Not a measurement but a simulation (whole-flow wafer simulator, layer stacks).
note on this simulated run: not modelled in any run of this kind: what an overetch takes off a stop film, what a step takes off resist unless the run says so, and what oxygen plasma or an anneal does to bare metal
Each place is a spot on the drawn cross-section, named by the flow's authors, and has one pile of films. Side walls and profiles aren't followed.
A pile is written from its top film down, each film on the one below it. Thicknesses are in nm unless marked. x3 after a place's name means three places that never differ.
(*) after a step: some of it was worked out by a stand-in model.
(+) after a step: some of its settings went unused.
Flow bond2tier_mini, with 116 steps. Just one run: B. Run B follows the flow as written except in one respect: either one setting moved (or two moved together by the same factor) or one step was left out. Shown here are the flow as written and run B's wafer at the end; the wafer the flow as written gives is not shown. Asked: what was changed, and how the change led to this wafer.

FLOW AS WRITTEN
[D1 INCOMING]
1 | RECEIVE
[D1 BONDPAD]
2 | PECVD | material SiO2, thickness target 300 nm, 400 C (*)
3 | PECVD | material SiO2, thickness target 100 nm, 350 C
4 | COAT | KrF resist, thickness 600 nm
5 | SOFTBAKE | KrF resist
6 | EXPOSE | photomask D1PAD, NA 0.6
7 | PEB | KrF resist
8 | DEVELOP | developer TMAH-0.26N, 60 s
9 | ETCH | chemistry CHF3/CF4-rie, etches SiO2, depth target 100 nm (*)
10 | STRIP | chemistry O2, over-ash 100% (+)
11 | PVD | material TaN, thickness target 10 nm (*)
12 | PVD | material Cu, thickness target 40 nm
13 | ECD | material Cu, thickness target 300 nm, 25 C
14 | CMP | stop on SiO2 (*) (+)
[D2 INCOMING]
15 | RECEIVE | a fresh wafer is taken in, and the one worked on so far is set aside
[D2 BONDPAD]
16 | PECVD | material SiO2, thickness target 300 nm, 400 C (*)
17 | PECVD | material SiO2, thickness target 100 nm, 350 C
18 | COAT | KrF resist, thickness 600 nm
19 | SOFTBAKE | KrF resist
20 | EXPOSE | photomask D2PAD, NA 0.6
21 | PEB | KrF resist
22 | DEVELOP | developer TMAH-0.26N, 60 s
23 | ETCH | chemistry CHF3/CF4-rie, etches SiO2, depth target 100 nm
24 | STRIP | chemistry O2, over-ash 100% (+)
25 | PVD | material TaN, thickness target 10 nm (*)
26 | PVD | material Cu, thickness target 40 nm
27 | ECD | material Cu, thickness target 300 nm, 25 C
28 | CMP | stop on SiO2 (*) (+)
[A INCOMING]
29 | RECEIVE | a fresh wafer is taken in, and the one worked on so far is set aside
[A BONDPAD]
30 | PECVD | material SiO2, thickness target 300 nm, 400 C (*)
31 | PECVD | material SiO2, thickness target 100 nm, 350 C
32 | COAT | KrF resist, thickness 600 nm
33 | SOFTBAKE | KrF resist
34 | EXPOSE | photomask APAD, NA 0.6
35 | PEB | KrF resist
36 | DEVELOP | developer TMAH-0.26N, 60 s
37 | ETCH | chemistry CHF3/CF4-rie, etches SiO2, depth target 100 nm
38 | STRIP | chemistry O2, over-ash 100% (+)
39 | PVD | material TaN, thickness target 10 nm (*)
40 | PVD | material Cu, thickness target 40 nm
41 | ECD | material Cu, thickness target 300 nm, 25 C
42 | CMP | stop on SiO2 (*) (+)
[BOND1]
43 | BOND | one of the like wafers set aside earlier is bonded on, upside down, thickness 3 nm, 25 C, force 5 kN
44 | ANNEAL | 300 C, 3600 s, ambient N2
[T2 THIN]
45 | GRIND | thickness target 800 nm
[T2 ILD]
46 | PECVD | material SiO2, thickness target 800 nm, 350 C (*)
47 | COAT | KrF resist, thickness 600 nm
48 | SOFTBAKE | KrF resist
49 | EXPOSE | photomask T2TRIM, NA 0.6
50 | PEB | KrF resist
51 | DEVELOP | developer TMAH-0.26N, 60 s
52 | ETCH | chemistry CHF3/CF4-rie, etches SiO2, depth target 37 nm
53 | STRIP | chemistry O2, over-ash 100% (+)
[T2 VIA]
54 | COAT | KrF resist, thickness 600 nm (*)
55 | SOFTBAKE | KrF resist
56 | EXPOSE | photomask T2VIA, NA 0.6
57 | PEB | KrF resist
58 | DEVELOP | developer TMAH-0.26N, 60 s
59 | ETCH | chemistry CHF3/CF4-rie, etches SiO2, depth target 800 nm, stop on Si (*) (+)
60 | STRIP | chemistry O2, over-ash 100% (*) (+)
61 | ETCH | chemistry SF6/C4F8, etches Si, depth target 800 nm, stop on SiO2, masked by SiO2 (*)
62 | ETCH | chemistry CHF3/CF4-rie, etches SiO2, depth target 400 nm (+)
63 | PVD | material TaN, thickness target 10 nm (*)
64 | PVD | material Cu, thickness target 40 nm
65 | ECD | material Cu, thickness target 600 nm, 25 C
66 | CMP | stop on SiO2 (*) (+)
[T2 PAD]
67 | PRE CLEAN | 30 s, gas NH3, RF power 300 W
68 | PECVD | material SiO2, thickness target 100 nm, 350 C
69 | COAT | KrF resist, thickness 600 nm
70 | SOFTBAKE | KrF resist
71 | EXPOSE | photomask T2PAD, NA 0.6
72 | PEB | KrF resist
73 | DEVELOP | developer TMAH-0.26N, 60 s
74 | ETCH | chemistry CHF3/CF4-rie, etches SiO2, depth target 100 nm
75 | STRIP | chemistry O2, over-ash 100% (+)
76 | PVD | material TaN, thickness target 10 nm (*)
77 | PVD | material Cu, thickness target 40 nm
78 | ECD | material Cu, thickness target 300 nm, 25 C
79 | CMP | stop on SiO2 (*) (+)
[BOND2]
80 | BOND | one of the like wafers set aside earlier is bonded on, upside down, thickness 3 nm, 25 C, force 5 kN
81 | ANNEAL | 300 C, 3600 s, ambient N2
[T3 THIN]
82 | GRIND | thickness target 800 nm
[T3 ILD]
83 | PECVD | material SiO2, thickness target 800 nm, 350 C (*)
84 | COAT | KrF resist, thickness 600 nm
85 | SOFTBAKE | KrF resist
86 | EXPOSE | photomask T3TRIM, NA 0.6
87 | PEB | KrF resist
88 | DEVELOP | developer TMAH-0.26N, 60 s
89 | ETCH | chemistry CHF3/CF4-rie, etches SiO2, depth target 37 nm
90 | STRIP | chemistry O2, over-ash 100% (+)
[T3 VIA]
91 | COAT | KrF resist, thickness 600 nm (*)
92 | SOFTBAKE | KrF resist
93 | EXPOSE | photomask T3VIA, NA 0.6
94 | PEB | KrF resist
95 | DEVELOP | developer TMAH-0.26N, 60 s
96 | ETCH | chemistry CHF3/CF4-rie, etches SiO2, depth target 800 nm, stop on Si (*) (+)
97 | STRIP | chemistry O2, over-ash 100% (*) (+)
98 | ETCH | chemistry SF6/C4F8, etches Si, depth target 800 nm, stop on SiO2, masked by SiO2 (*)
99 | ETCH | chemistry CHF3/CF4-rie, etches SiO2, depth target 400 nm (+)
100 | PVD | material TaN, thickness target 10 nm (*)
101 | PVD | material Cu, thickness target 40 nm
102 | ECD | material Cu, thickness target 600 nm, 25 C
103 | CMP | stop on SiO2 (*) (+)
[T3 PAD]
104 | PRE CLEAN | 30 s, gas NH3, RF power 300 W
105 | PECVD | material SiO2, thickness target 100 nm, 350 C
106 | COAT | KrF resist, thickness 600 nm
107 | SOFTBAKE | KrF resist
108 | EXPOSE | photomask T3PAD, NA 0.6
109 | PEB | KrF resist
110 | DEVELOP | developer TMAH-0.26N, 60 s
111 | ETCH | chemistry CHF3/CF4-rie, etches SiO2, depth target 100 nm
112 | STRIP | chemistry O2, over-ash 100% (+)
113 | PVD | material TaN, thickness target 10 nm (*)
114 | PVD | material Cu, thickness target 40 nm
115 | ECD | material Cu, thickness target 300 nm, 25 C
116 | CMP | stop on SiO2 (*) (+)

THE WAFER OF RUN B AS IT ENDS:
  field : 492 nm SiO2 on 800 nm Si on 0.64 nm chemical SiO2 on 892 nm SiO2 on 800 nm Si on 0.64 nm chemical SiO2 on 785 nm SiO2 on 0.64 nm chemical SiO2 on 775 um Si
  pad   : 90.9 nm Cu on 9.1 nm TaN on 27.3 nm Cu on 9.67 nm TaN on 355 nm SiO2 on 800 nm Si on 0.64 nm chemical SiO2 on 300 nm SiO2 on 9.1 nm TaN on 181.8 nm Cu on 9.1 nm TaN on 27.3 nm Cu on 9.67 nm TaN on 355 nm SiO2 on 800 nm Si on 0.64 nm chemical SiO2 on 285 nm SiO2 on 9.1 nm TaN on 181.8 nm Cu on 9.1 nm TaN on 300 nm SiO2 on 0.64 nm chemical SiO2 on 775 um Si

The reason: step 3, PECVD: thickness target 85 nm was run, though the flow has thickness target 100 nm.

How this came from the change, step by step:
  3 | PECVD | material SiO2, thickness target 100 nm, 350 C
      field, pad, via: SiO2 gains 85 (it would be, as written: SiO2 gains 100)
  43 | BOND | one of the like wafers set aside earlier is bonded on, upside down, thickness 3 nm, 25 C, force 5 kN
      field: Si gains 775 um (new film), chemical SiO2 gains 0.64 (new film), SiO2 gains 385 (it would be, as written: Si gains 775 um (new film), chemical SiO2 gains 0.64 (new film), SiO2 gains 400)
      pad: Si gains 775 um (new film), chemical SiO2 gains 0.64 (new film), SiO2 gains 285 (new film), TaN gains 9.1 (new film), Cu gains 90.9 (it would be, as written: Si gains 775 um (new film), chemical SiO2 gains 0.64 (new film), SiO2 gains 300 (new film), TaN gains 9.1 (new film), Cu gains 90.9)
      (as well as at 1 more place)
